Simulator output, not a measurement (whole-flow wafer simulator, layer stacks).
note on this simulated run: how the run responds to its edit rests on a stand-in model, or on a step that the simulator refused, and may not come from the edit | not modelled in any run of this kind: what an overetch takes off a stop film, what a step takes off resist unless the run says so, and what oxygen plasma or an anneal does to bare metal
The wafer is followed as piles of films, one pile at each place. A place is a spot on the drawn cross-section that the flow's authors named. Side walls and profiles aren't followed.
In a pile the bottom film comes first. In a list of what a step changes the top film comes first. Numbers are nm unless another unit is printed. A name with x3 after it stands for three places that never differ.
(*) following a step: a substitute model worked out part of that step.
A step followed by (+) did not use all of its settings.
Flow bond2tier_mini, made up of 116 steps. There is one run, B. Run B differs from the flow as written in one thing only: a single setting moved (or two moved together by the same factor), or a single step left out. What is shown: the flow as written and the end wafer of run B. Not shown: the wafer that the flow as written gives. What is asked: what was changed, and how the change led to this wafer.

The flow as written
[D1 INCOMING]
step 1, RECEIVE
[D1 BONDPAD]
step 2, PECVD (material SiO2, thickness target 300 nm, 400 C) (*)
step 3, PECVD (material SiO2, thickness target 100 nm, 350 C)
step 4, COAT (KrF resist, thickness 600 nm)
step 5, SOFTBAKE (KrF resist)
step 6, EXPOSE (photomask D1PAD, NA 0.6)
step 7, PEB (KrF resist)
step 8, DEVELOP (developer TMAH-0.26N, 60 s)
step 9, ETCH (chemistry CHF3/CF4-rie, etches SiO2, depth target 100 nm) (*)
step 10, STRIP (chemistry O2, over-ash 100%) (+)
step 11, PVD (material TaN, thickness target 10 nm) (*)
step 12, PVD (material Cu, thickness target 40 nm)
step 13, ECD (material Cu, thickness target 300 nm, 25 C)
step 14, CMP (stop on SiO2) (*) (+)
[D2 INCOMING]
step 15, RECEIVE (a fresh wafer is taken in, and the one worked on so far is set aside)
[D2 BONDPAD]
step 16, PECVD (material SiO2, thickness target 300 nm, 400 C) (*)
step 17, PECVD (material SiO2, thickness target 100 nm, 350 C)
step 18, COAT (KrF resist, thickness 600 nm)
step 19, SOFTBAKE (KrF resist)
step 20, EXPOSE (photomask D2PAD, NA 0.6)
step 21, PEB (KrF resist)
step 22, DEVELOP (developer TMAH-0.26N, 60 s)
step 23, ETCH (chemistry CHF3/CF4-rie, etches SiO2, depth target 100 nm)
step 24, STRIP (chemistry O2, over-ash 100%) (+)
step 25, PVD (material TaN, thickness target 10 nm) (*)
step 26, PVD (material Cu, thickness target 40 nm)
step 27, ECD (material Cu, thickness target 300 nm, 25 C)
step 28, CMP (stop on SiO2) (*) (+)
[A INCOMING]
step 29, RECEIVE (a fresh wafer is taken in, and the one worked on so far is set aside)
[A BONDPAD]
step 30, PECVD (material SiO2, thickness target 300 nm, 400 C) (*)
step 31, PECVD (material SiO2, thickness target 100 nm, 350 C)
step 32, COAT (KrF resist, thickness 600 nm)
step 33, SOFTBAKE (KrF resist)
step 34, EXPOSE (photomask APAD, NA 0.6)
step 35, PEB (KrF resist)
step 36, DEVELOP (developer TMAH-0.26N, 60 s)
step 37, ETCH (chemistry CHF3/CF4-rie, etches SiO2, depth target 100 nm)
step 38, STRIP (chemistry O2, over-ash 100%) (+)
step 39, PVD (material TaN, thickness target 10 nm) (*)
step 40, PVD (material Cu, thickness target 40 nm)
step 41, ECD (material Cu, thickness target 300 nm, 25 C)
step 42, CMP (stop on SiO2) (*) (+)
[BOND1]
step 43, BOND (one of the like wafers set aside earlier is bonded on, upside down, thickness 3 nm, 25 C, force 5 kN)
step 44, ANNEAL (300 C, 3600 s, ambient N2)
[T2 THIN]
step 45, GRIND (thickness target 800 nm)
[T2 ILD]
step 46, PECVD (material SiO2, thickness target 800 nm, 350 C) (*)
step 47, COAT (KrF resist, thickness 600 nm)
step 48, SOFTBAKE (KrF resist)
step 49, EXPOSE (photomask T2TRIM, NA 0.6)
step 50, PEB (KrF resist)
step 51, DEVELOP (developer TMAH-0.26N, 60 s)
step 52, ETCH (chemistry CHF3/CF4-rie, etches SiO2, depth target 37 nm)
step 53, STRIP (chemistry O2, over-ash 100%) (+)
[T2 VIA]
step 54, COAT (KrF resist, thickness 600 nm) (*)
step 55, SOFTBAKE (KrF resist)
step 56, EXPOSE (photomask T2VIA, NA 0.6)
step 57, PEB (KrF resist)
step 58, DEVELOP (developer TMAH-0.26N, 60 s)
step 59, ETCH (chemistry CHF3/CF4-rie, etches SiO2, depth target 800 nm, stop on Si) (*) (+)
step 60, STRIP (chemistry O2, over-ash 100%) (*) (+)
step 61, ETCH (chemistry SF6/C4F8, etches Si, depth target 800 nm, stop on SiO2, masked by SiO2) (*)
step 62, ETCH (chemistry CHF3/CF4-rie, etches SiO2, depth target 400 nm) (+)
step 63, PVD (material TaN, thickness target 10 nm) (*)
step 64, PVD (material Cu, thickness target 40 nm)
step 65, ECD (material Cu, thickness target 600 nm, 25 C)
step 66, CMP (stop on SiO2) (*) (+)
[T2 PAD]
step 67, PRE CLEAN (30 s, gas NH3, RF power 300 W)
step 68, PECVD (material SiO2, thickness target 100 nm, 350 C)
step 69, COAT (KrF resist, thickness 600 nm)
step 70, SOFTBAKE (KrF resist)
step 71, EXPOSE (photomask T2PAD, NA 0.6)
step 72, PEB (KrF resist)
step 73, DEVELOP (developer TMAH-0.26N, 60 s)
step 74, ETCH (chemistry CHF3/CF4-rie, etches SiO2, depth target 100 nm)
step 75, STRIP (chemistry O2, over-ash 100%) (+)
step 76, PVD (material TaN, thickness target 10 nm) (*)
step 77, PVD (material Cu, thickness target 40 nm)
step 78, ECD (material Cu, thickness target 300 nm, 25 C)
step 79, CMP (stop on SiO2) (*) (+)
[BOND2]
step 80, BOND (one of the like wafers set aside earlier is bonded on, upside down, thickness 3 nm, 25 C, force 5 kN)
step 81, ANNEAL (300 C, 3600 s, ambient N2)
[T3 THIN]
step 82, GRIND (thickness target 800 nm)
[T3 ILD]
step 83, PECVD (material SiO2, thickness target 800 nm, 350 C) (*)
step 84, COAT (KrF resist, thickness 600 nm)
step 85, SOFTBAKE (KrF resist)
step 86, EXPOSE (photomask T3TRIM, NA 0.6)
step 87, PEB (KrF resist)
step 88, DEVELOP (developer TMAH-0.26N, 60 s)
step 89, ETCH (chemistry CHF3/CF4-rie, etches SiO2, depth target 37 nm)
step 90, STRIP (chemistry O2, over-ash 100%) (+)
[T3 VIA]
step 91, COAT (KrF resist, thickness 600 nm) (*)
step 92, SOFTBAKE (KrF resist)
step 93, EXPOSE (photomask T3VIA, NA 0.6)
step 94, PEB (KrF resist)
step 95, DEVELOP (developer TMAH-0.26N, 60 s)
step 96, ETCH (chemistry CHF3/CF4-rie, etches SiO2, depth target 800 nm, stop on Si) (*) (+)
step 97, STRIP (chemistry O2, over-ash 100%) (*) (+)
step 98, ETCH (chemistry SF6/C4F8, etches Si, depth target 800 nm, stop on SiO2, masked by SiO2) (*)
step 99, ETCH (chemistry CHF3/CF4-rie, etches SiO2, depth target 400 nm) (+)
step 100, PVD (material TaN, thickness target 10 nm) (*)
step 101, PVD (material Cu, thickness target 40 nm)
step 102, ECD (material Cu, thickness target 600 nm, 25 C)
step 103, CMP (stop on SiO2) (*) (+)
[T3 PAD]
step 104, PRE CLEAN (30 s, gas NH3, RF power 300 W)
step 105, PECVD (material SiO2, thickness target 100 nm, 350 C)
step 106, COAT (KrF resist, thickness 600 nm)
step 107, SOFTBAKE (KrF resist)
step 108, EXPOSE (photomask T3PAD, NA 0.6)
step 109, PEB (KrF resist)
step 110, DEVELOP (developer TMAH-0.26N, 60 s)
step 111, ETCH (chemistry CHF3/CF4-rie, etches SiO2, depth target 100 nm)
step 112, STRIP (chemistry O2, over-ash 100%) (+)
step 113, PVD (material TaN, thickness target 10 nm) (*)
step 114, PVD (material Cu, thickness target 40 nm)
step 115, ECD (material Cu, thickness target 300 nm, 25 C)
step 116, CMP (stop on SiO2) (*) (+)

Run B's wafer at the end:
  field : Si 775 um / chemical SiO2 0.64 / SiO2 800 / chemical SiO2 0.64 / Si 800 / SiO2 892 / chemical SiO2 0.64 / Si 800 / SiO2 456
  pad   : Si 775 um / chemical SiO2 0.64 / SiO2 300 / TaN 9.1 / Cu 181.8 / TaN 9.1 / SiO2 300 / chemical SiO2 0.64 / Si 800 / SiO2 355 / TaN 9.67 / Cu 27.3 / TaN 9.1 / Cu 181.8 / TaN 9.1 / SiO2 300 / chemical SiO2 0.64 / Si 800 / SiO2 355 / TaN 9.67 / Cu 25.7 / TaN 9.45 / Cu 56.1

What caused this: step 105, PECVD: thickness target 64 nm was run, whereas the flow has thickness target 100 nm.

Step by step, how the change led to this:
  step 105, PECVD (material SiO2, thickness target 100 nm, 350 C)
      field: SiO2 gains 64 (it would be, as written: SiO2 gains 100)
      pad: SiO2 gains 64 (new film) (it would be, as written: SiO2 gains 100 (new film))
  step 111, ETCH (chemistry CHF3/CF4-rie, etches SiO2, depth target 100 nm)
      pad: SiO2 loses 64 (all of it), Cu loses 1.6 (it would be, as written: SiO2 loses 100 (all of it))
      field: KrF resist loses 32 (it would be, as written: KrF resist loses 33.3)
  step 114, PVD (material Cu, thickness target 40 nm)
      pad: Cu gains 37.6 (new film) (it would be, as written: Cu gains 36.4 (new film))
  step 115, ECD (material Cu, thickness target 300 nm, 25 C)
      pad: Cu gains 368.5 (it would be, as written: Cu gains 404.5)
